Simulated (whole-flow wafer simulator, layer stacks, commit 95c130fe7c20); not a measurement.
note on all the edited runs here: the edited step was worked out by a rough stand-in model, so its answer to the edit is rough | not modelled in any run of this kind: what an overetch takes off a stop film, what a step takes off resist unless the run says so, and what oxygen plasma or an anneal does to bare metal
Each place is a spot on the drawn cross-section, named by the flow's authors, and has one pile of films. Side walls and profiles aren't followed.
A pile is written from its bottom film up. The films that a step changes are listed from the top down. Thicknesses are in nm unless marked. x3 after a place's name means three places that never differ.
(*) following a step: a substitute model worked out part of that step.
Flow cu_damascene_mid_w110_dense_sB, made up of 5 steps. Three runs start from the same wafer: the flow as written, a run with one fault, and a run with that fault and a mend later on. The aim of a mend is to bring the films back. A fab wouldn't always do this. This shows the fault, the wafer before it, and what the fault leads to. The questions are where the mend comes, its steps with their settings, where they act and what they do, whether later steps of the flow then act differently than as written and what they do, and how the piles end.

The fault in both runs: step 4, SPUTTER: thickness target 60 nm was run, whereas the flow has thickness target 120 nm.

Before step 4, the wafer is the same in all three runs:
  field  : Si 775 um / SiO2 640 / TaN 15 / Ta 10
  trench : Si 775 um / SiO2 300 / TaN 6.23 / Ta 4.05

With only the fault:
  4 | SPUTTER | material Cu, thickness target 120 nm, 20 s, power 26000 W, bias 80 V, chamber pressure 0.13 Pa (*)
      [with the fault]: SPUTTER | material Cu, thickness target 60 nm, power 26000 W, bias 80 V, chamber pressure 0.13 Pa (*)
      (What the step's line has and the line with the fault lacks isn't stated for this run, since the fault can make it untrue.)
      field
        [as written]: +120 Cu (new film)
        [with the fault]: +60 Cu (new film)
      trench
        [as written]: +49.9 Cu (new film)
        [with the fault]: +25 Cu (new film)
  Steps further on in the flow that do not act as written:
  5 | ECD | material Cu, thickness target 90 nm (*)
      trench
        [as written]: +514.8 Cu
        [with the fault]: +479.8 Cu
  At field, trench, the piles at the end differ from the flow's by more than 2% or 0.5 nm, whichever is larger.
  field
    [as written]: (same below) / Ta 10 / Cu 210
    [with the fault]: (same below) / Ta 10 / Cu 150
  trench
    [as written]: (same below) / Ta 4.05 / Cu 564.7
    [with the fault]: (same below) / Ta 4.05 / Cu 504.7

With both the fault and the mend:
  The mend stands after step 4.
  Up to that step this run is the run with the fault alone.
  4a | SPUTTER | material Cu, thickness target 60 nm, power 26000 W, bias 80 V, chamber pressure 0.13 Pa (*) (a further turn of the flow's step 4, with different settings)
      field
        +60 Cu
      trench
        +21 Cu
  Every later step of the flow that is run acts as written, at every place that is followed, to within 2% or 0.5 nm, whichever is larger.
  At every place that both follow, the piles at the end match the flow's.
